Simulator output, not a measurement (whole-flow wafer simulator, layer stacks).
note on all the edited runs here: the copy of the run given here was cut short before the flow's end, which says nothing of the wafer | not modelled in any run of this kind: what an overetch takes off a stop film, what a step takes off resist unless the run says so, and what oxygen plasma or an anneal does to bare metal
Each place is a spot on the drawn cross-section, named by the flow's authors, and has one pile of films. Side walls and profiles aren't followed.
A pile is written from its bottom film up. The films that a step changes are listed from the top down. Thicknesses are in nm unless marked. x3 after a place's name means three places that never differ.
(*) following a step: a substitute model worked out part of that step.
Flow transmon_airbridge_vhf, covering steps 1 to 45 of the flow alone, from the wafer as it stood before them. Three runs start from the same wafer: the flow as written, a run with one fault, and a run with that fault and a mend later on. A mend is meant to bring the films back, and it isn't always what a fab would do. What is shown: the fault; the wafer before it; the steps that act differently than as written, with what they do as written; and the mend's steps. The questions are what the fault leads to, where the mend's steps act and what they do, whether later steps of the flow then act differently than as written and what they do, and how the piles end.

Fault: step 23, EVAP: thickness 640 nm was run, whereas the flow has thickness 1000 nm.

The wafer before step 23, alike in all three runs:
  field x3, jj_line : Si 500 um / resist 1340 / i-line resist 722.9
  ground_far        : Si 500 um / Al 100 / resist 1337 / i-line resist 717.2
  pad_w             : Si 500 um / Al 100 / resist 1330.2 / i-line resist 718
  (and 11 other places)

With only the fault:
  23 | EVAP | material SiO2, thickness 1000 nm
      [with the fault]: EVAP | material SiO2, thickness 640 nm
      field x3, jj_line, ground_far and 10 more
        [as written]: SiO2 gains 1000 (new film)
        [with the fault]: SiO2 gains 640 (new film)
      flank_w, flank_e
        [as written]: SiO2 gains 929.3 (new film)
        [with the fault]: SiO2 gains 594.8 (new film)
  Steps further on in the flow that do not act as written (2 more steps, not shown, differ only slightly: by at most 2% or 0.5 nm, whichever is larger):
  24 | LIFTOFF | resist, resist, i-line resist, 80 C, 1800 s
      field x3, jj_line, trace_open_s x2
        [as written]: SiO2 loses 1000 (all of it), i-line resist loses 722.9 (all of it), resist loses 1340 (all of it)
        [with the fault]: SiO2 loses 640 (all of it), i-line resist loses 722.9 (all of it), resist loses 1340 (all of it)
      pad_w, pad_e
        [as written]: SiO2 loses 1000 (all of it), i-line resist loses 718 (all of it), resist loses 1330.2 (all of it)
        [with the fault]: SiO2 loses 640 (all of it), i-line resist loses 718 (all of it), resist loses 1330.2 (all of it)
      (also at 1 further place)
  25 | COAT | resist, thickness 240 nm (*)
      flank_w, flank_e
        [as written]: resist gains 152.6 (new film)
        [with the fault]: resist gains 165.2 (new film)
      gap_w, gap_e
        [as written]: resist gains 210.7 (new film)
        [with the fault]: resist gains 226.1 (new film)
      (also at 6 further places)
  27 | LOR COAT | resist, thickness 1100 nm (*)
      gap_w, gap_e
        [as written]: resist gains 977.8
        [with the fault]: resist gains 1028.3
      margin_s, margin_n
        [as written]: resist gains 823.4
        [with the fault]: resist gains 913
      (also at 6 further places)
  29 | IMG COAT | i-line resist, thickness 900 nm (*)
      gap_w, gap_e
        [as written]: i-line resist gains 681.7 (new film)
        [with the fault]: i-line resist gains 769.6 (new film)
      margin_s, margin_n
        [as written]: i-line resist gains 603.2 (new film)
        [with the fault]: i-line resist gains 716.5 (new film)
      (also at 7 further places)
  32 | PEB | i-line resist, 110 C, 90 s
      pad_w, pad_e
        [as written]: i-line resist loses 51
        [with the fault]: i-line resist loses 49.2
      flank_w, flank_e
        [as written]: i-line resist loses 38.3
        [with the fault]: i-line resist loses 41.9
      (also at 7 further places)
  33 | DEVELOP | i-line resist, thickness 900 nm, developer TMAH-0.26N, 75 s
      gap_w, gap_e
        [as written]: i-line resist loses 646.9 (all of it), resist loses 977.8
        [with the fault]: i-line resist loses 730.2 (all of it), resist loses 1028.3
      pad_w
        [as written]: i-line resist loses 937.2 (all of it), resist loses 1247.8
        [with the fault]: i-line resist loses 906.1 (all of it), resist loses 1191.3
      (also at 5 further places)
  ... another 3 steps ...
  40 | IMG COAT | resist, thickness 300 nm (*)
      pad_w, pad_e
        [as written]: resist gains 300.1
        [with the fault]: resist gains 290.5
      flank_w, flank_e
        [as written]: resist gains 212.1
        [with the fault]: resist gains 223.9
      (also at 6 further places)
  By the end, the piles at pad_w, flank_w, gap_w and 7 more depart from the flow's by more than 2% or 0.5 nm, whichever is larger.
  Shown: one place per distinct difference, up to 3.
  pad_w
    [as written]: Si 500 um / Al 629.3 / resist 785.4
    [with the fault]: Si 500 um / Al 629.7 / resist 754.7
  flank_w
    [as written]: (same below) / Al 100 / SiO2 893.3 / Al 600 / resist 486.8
    [with the fault]: (same below) / Al 100 / SiO2 558.8 / Al 600 / resist 528.2
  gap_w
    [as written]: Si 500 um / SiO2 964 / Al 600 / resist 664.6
    [with the fault]: Si 500 um / SiO2 604 / Al 600 / resist 695.2

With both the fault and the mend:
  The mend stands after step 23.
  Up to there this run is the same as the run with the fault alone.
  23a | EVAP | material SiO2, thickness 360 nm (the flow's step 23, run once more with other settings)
      field x3, jj_line, ground_far and 10 more
        SiO2 gains 360
      flank_w, flank_e
        SiO2 gains 334.9
  Every later step of the flow that is run acts as written, at every place that is followed, to within 2% or 0.5 nm, whichever is larger.
  At the end the piles are close to the flow's at the places that both follow, differing by at most 2% or 0.5 nm, whichever is larger.
